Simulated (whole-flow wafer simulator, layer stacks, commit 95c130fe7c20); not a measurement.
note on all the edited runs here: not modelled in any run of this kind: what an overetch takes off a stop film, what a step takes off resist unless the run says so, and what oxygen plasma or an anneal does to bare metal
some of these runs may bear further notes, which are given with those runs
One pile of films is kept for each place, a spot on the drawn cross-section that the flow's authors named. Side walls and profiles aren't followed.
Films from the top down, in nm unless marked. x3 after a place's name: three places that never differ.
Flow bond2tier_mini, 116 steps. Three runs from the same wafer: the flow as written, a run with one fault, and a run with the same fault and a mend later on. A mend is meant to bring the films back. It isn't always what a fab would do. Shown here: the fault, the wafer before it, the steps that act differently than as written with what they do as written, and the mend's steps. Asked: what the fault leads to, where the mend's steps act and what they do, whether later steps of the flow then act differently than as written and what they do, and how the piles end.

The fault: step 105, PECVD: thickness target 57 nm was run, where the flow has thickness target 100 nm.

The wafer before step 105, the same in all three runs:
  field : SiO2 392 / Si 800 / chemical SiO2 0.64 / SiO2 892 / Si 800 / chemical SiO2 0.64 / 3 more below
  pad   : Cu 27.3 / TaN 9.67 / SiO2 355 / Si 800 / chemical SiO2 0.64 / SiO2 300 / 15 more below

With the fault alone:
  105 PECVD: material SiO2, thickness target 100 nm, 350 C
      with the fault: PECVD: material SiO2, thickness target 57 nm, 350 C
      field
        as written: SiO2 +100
        with the fault: SiO2 +57
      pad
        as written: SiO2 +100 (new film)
        with the fault: SiO2 +57 (new film)
  Later steps of the flow that act differently than as written (2 more steps differ only slightly, by at most 2% or 0.5 nm, whichever is larger, and aren't shown):
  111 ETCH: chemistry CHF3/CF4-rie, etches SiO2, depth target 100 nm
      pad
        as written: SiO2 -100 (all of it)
        with the fault: SiO2 -57 (all of it), Cu -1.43
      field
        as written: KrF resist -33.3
        with the fault: KrF resist -28.5
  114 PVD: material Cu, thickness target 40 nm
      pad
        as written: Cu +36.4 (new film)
        with the fault: Cu +37.9 (new film)
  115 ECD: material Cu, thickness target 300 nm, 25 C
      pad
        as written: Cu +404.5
        with the fault: Cu +361
  At the end the piles differ from the flow's by more than 2% or 0.5 nm, whichever is larger, at field, pad.
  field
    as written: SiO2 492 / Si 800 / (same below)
    with the fault: SiO2 449 / Si 800 / (same below)
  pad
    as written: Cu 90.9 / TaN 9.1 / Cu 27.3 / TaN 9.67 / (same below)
    with the fault: Cu 48.9 / TaN 9.52 / Cu 25.9 / TaN 9.67 / (same below)

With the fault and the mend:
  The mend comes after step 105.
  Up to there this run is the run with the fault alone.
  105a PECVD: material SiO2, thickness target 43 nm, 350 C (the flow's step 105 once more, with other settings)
      field, pad
        SiO2 +43
  No later step of the flow acts differently than as written at any place that is followed.
  At the end the piles are the same as the flow's at every place that both follow.
